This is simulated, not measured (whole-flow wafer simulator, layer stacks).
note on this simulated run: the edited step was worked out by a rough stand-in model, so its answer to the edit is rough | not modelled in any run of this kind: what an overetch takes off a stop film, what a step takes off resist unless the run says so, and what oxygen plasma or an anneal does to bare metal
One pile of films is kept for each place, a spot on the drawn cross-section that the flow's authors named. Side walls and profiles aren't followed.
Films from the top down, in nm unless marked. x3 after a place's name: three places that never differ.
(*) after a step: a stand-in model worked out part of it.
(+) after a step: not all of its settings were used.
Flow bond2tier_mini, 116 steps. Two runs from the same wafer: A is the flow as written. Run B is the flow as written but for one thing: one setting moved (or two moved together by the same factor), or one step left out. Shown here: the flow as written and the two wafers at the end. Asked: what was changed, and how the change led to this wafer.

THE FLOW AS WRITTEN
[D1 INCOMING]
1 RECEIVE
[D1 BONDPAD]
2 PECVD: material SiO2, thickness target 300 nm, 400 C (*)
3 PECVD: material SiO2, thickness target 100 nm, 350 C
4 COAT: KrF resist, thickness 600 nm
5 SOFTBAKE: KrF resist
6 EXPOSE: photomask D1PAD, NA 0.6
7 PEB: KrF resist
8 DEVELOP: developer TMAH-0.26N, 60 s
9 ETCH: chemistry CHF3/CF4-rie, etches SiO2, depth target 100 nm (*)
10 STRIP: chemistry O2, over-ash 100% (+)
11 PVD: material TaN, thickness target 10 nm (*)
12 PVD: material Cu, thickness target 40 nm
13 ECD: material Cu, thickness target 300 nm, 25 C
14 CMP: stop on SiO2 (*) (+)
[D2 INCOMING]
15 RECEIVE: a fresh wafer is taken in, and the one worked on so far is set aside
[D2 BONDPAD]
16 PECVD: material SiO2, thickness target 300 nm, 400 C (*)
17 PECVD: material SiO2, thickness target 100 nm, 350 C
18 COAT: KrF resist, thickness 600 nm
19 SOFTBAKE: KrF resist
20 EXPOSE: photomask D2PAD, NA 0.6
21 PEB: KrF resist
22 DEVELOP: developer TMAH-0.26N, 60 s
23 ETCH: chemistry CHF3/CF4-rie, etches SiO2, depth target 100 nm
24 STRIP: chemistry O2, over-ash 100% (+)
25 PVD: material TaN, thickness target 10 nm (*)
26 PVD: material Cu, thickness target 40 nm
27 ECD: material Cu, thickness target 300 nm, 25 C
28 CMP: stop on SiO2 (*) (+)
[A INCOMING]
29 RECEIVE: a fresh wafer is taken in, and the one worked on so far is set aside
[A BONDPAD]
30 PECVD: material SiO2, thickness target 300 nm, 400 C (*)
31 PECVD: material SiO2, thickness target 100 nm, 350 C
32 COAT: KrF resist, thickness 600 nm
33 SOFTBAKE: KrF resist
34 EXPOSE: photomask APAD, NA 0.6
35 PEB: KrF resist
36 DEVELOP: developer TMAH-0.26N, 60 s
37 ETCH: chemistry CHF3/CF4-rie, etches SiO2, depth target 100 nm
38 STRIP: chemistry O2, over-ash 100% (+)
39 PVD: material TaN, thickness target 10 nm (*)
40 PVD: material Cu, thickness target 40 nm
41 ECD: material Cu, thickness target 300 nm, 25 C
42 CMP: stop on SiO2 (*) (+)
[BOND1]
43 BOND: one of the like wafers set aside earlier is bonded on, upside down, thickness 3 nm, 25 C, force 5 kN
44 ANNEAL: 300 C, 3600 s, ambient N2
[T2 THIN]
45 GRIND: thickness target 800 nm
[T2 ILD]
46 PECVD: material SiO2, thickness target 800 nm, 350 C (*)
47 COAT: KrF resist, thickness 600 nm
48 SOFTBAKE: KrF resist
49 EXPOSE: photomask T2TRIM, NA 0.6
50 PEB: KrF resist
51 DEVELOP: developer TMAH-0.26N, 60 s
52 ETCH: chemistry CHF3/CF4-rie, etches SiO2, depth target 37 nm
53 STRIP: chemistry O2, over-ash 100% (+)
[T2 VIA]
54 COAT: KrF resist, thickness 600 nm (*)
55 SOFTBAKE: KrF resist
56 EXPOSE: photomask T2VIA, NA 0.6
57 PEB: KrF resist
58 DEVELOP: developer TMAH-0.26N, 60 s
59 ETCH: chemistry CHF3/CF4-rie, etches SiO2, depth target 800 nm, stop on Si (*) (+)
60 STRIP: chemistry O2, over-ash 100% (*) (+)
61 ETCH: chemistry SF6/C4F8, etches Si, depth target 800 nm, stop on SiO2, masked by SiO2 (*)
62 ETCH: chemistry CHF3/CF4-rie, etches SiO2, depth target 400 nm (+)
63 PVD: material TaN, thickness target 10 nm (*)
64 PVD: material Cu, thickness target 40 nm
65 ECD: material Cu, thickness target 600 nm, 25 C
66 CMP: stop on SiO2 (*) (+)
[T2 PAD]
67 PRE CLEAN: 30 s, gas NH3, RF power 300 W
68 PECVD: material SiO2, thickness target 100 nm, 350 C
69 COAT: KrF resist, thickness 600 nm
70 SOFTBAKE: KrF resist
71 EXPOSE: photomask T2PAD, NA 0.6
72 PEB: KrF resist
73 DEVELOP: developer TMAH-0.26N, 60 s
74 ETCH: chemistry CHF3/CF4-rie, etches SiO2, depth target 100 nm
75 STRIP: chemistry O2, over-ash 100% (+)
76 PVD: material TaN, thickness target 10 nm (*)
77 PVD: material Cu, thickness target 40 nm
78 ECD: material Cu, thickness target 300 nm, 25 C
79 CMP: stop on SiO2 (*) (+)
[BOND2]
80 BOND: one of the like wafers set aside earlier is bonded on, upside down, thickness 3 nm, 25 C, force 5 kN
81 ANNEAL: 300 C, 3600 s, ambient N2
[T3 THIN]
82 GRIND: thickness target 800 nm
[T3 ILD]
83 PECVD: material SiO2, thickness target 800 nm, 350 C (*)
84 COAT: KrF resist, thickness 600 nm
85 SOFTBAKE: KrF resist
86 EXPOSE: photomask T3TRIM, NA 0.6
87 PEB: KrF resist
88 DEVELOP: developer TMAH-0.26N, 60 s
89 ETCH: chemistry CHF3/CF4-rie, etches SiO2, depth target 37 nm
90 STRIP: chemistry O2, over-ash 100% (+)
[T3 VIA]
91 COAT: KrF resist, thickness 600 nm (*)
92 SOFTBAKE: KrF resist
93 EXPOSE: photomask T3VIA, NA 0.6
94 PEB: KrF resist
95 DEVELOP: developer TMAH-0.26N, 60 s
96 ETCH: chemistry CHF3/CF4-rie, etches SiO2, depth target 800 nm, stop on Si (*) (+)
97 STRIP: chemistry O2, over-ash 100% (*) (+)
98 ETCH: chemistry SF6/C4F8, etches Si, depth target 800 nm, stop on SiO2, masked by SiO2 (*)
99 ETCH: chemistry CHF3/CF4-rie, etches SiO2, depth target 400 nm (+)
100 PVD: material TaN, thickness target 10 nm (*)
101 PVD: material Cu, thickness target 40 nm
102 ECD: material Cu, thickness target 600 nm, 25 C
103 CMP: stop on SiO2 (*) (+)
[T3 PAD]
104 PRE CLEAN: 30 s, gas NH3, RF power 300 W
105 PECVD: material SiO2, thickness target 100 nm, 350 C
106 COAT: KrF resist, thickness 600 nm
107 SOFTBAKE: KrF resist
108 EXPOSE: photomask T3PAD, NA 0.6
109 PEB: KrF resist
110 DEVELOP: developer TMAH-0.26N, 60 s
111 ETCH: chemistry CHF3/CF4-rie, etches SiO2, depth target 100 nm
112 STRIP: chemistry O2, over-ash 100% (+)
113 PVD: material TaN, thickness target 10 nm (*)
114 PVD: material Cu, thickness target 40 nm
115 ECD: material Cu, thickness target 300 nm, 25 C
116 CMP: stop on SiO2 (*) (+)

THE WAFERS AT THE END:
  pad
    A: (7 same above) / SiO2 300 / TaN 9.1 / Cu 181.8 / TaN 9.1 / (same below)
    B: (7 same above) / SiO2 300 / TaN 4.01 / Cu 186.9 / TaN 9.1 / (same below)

The cause: step 25, PVD: thickness target 4.4 nm was run, where the flow has thickness target 10 nm.

How the change led to this, step by step:
  25 PVD: material TaN, thickness target 10 nm (*)
      field: A TaN +10 (new film) | B TaN +4.4 (new film)
      pad: A TaN +9.1 (new film) | B TaN +4.01 (new film)
      (and at 1 more place)
  28 CMP: stop on SiO2 (*) (+)
      field: A Cu -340 (all of it), TaN -10 (all of it) | B Cu -340 (all of it), TaN -4.4 (all of it)
  80 BOND: one of the like wafers set aside earlier is bonded on, upside down, thickness 3 nm, 25 C, force 5 kN
      pad: A Si +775 um (new film), chemical SiO2 +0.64 (new film), SiO2 +300 (new film), TaN +9.1 (new film), Cu +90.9 | B Si +775 um (new film), chemical SiO2 +0.64 (new film), SiO2 +300 (new film), TaN +4.01 (new film), Cu +96
